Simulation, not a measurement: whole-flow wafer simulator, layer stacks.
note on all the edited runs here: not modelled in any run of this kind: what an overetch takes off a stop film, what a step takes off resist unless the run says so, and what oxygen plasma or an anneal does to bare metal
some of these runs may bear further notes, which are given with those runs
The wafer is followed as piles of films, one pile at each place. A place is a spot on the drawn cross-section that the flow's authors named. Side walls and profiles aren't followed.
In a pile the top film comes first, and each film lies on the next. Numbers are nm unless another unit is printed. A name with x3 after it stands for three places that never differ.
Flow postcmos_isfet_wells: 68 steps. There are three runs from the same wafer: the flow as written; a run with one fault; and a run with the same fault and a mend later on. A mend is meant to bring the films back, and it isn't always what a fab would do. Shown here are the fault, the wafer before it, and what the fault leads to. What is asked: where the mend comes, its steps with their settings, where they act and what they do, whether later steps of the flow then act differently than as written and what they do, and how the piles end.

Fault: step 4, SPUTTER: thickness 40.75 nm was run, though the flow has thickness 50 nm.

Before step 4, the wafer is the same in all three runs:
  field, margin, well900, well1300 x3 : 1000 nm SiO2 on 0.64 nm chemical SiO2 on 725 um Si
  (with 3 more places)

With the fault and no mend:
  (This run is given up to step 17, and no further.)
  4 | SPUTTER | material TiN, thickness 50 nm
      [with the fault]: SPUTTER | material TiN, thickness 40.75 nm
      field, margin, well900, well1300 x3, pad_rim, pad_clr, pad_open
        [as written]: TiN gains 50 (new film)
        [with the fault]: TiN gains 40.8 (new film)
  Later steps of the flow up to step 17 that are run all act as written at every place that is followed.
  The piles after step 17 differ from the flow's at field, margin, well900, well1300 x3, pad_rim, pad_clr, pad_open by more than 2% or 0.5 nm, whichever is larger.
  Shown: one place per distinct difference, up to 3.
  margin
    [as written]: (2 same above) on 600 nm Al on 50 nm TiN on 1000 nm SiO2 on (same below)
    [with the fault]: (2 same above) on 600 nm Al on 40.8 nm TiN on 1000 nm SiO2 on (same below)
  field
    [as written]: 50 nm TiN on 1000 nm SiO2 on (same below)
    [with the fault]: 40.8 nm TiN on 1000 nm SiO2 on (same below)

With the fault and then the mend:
  The mend stands after step 4.
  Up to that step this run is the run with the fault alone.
  4a | ETCH | chemistry peroxide tin strip, depth target 46.86 nm
      field, margin, well900, well1300 x3, pad_rim, pad_clr, pad_open
        TiN loses 40.8 (all of it)
  4b | SPUTTER | material TiN, thickness 50 nm (a further turn of the flow's step 4)
      field, margin, well900, well1300 x3, pad_rim, pad_clr, pad_open
        TiN gains 50 (new film)
  Later steps of the flow that are run all act as written at every place that is followed.
  At every place that both follow, the piles at the end match the flow's.
